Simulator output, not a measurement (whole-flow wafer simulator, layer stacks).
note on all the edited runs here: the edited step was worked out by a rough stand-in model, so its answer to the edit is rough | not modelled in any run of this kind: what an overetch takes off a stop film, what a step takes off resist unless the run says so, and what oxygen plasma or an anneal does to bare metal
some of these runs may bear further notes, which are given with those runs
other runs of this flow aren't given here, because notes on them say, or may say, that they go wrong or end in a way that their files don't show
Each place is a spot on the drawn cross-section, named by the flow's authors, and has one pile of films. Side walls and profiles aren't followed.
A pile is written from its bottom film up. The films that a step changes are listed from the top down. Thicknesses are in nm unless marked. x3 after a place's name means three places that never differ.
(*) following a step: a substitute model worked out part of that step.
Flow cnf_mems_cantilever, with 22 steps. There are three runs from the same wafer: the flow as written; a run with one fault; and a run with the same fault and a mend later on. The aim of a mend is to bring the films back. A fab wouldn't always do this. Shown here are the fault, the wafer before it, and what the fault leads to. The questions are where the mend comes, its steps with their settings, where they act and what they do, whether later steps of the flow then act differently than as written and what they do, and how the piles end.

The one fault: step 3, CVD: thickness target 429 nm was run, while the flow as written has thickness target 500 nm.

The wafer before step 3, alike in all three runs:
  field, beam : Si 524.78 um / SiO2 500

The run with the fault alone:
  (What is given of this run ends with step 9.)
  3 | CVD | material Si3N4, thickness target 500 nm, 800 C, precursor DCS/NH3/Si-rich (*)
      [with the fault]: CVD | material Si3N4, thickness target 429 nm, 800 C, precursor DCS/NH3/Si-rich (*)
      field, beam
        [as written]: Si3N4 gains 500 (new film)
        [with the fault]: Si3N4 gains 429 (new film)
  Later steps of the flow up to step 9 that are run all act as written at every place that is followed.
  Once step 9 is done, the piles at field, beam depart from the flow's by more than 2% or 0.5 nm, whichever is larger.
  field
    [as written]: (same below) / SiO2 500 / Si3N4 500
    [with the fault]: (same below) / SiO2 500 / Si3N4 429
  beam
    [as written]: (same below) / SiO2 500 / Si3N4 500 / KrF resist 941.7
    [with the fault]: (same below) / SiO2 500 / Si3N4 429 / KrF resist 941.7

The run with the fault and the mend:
  The mend follows step 3.
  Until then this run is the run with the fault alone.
  3a | ETCH | chemistry h3po4, depth target 493.3 nm
      field, beam
        Si3N4 loses 429 (all of it)
  3b | CLEAN | chemistry SC1/SC2 (the flow's step 1 again)
      leaves every film unchanged at each place that is followed
  3c | CVD | material Si3N4, thickness target 500 nm, 800 C, precursor DCS/NH3/Si-rich (*) (the flow's step 3 again)
      field, beam
        Si3N4 gains 500 (new film)
  Later steps of the flow that are run all act as written at every place that is followed.
  At every place that both follow, the piles at the end match the flow's.
